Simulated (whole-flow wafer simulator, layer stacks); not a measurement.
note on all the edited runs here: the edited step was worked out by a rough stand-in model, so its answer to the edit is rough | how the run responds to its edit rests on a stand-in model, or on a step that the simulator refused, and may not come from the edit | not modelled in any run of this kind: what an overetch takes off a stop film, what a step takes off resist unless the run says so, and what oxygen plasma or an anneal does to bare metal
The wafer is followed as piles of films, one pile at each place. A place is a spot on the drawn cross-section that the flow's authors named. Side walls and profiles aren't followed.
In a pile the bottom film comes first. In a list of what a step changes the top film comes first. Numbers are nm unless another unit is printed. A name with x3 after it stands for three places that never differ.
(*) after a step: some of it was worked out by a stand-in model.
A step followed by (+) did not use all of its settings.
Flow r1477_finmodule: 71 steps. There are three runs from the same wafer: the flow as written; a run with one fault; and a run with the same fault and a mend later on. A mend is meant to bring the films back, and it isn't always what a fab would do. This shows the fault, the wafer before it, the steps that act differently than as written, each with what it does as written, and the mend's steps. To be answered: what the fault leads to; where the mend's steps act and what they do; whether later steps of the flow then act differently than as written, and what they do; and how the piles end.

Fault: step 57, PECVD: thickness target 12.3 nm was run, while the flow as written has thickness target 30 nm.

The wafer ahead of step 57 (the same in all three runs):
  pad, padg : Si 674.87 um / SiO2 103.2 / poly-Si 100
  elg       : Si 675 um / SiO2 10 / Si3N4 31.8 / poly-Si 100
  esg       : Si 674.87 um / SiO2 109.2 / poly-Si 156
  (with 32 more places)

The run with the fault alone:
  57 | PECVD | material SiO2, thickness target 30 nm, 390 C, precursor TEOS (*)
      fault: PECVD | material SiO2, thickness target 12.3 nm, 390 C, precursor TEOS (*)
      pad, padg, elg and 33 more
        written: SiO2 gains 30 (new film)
        fault: SiO2 gains 12.3 (new film)
  Steps later in the flow that act otherwise than as written (3 other steps are not shown; they differ only slightly, by no more than 2% or 0.5 nm, whichever is larger):
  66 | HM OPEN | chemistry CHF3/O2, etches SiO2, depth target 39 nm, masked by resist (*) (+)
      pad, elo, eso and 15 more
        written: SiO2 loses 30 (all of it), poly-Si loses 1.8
        fault: SiO2 loses 12.3 (all of it), poly-Si loses 1.23
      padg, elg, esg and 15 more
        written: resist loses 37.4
        fault: resist loses 17.7
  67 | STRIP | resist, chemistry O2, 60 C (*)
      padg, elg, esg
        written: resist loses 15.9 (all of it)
        fault: resist loses 35.6 (all of it)
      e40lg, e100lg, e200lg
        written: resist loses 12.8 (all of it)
        fault: resist loses 32.5 (all of it)
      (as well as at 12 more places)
  By the end, the piles at padg, elg, esg and 15 more depart from the flow's by more than 2% or 0.5 nm, whichever is larger.
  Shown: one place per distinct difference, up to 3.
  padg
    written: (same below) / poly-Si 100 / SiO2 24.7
    fault: (same below) / poly-Si 100 / SiO2 7
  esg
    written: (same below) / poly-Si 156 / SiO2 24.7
    fault: (same below) / poly-Si 156 / SiO2 7
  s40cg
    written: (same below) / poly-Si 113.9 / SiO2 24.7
    fault: (same below) / poly-Si 113.9 / SiO2 7

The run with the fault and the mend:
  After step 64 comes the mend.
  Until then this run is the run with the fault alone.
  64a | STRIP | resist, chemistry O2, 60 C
      padg, elg, esg
        resist loses 70 (all of it)
      e40lg, e100lg, e200lg
        resist loses 66.9 (all of it)
      s40sg, s45sg
        resist loses 91 (all of it)
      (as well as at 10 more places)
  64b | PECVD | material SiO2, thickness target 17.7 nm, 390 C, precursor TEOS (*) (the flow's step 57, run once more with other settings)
      pad, padg, elg and 33 more
        SiO2 gains 17.7
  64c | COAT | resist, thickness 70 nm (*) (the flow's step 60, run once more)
      e40lg, e100lg, e200lg, elo, e40lo, e100lo, e200lo
        resist gains 66.9 (new film)
      pad, padg, elg, esg
        resist gains 70 (new film)
      s40sg, s45sg, s40so, s45so
        resist gains 91 (new film)
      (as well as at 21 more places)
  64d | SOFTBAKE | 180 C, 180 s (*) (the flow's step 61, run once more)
      does not change any film at any place that is followed
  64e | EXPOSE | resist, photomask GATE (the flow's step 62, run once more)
      does not change any film at any place that is followed
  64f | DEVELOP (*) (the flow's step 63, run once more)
      elo, e40lo, e100lo, e200lo
        resist loses 66.9 (all of it)
      eso, e40so
        resist loses 129.5 (all of it)
      s40so, s45so
        resist loses 91 (all of it)
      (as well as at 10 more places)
  Later steps of the flow that are run all act as written at every place that is followed.
  By the end, the piles equal the flow's at every place that both follow.
